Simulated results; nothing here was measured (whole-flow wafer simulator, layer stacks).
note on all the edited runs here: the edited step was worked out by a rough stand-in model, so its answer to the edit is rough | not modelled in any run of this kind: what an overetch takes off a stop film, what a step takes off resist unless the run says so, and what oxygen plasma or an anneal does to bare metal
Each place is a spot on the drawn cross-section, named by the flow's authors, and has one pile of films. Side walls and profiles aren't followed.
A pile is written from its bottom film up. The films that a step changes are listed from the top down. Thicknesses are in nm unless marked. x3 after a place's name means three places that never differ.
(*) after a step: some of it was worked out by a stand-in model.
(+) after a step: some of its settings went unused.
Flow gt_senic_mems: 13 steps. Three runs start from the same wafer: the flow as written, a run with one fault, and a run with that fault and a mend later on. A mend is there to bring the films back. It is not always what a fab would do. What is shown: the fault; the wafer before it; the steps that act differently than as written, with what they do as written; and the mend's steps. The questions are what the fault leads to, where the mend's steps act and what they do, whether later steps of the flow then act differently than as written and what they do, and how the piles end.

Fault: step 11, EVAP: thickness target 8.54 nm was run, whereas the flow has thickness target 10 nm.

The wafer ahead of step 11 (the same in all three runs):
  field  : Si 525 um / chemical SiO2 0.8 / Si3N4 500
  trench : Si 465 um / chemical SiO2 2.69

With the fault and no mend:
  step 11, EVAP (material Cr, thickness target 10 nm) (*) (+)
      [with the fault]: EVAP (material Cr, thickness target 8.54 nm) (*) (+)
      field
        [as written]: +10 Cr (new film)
        [with the fault]: +8.54 Cr (new film)
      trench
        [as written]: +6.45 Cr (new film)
        [with the fault]: +5.51 Cr (new film)
  None of the later steps of the flow acts differently than as written at any place that is followed.
  The piles end different from the flow's at field, trench by more than 2% or 0.5 nm, whichever is larger.
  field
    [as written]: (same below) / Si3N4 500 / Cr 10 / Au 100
    [with the fault]: (same below) / Si3N4 500 / Cr 8.54 / Au 100
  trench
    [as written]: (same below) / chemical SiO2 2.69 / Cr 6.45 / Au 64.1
    [with the fault]: (same below) / chemical SiO2 2.69 / Cr 5.51 / Au 64.1

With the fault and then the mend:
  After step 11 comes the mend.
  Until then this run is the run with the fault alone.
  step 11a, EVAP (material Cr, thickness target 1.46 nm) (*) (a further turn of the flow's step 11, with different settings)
      field
        +1.46 Cr
      trench
        +0.94 Cr
  None of the later steps of the flow acts differently than as written at any place that is followed.
  When the end is reached, the piles differ only a little from the flow's at the places that both follow, at most by 2% or 0.5 nm, whichever is larger.
